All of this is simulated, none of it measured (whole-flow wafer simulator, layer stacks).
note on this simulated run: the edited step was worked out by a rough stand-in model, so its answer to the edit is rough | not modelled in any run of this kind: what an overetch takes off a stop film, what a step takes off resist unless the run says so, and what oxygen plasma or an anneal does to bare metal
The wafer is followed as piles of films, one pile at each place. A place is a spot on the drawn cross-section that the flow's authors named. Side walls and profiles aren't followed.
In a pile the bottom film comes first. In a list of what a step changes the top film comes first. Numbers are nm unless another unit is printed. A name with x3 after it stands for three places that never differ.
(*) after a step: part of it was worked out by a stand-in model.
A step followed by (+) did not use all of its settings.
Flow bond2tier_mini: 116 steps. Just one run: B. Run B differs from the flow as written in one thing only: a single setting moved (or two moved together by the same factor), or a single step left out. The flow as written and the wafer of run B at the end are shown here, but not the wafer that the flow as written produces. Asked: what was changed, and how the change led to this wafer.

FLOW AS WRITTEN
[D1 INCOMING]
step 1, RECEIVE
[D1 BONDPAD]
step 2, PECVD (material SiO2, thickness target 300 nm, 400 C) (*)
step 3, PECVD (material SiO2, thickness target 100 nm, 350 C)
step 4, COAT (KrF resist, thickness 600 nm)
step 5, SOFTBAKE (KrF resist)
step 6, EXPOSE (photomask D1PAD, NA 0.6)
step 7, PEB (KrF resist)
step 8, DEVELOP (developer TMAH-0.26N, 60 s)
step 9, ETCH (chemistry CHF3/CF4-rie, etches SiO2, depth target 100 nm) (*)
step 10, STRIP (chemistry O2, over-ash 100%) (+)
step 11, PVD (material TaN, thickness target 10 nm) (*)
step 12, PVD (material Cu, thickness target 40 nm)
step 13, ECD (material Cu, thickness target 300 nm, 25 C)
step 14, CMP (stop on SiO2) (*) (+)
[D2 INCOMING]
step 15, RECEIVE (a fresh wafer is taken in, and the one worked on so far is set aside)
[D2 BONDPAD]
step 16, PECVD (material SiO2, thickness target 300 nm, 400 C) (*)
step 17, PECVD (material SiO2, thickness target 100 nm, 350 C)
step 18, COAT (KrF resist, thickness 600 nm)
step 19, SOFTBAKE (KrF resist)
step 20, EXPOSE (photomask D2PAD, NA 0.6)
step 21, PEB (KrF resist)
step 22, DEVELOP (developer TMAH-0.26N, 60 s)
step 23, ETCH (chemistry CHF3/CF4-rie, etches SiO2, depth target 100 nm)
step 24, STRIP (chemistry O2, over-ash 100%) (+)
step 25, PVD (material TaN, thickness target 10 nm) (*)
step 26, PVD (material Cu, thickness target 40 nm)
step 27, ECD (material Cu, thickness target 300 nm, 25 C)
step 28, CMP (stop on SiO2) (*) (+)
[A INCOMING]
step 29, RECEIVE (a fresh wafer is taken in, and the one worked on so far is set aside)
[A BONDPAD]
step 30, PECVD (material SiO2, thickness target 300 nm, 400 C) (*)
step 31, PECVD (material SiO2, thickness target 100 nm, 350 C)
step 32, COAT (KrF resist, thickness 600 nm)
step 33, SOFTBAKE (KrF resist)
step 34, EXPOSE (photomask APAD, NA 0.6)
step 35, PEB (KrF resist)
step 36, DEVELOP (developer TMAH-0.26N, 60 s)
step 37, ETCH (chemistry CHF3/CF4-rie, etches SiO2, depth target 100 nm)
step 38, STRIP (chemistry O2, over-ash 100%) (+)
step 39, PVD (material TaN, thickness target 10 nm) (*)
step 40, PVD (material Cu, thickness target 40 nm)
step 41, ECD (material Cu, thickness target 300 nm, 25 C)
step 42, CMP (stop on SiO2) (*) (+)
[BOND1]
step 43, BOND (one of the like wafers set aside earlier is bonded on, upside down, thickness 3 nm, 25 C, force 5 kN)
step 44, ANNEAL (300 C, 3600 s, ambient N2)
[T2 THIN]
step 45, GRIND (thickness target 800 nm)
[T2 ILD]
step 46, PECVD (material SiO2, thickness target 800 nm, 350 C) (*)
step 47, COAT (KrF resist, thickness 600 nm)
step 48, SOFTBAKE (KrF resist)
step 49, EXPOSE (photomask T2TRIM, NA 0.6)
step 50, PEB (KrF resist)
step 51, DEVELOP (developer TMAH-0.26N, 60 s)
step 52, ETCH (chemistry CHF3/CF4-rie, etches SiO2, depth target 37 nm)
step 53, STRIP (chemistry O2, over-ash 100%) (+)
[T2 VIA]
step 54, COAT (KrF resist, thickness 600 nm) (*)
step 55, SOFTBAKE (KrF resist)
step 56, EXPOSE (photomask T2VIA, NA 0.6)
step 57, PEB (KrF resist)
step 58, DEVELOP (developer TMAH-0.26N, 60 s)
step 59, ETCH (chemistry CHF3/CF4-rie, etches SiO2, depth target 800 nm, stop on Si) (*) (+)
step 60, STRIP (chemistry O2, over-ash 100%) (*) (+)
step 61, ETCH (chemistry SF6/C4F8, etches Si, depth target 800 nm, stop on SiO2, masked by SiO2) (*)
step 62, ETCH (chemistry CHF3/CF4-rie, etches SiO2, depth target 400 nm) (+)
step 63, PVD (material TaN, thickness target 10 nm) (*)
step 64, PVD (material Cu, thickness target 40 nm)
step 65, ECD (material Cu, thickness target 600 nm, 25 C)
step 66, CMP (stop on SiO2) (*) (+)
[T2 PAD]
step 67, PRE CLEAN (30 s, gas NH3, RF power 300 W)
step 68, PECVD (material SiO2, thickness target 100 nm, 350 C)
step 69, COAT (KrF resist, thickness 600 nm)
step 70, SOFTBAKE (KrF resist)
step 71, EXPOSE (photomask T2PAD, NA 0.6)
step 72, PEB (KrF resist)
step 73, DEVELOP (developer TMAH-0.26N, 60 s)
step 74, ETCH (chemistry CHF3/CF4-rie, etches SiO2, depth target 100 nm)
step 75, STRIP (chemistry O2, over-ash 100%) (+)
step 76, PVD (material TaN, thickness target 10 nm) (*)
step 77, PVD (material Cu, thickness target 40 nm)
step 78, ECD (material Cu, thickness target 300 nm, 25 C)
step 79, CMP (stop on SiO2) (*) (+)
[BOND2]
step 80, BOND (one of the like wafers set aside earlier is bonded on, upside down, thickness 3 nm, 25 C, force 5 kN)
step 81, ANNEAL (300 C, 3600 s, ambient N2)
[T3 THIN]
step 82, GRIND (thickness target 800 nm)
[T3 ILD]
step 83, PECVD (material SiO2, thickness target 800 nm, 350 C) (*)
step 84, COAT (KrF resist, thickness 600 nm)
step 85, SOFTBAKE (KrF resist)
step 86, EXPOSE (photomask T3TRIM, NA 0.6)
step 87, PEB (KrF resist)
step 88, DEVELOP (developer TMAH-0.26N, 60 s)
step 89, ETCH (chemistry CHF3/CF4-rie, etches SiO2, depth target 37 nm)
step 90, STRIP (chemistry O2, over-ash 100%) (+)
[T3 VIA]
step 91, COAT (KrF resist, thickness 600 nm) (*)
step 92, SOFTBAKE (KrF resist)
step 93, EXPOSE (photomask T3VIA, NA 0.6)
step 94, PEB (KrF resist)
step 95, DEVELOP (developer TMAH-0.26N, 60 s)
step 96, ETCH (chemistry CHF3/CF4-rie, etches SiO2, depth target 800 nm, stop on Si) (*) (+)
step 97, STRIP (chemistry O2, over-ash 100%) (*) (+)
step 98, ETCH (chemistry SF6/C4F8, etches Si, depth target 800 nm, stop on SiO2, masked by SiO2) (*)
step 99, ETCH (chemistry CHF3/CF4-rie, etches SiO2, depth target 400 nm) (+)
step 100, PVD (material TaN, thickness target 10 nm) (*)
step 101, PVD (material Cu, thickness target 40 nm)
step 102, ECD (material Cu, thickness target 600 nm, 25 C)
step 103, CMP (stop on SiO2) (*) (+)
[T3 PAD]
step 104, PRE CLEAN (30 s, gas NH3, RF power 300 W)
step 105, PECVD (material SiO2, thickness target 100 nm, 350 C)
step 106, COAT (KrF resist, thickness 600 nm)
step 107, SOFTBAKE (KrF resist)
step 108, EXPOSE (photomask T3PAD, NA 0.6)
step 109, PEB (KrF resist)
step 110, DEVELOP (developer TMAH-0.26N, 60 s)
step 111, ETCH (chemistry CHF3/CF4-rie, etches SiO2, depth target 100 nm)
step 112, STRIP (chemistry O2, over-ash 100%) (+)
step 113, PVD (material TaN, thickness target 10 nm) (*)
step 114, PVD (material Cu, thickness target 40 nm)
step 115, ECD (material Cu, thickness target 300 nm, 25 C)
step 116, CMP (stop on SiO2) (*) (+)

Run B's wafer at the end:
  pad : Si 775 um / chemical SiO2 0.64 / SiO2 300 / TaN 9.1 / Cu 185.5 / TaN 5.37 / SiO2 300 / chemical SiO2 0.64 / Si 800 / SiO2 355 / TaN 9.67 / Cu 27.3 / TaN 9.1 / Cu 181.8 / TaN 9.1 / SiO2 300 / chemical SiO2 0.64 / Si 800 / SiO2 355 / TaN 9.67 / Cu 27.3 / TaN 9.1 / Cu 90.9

What caused this: step 11, PVD: thickness target 5.9 nm was run, whereas the flow has thickness target 10 nm.

The path from the change to this, step by step:
  step 11, PVD (material TaN, thickness target 10 nm) (*)
      field: +5.9 TaN (new film) (as written it would have been: +10 TaN (new film))
      pad: +5.37 TaN (new film) (as written it would have been: +9.1 TaN (new film))
      (and at 1 other place as well)
  step 14, CMP (stop on SiO2) (*) (+)
      field: -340 Cu (all of it), -5.9 TaN (all of it) (as written it would have been: -340 Cu (all of it), -10 TaN (all of it))
  step 43, BOND (one of the like wafers set aside earlier is bonded on, upside down, thickness 3 nm, 25 C, force 5 kN)
      pad: +775 um Si (new film), +0.64 chemical SiO2 (new film), +300 SiO2 (new film), +5.37 TaN (new film), +94.6 Cu (as written it would have been: +775 um Si (new film), +0.64 chemical SiO2 (new film), +300 SiO2 (new film), +9.1 TaN (new film), +90.9 Cu)
      via: +775 um Si (new film), +0.64 chemical SiO2 (new film), +300 SiO2 (new film), +5.88 TaN (new film), +94.1 Cu (as written it would have been: +775 um Si (new film), +0.64 chemical SiO2 (new film), +300 SiO2 (new film), +9.97 TaN (new film), +90 Cu)
